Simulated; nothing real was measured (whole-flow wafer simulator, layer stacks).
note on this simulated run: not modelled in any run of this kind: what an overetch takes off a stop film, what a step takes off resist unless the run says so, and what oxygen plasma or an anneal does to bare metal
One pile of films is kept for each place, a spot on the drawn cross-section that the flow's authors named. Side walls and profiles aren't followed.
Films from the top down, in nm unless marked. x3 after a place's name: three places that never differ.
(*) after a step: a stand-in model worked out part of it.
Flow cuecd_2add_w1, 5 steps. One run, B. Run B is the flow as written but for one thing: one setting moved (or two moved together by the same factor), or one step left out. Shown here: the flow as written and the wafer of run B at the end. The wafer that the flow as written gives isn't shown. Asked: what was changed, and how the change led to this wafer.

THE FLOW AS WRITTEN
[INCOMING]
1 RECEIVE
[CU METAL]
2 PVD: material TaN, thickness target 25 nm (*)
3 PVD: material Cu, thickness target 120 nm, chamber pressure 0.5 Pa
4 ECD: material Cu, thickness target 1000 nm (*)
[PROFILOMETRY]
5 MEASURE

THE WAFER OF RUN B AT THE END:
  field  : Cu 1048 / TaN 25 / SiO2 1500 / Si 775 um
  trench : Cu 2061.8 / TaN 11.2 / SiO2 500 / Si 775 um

The cause: step 3, PVD: thickness target 48 nm was run, where the flow has thickness target 120 nm.

How the change led to this, step by step:
  3 PVD: material Cu, thickness target 120 nm, chamber pressure 0.5 Pa
      field: Cu +48 (new film) (as written it would be: Cu +120 (new film))
      trench: Cu +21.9 (new film) (as written it would be: Cu +53.6 (new film))
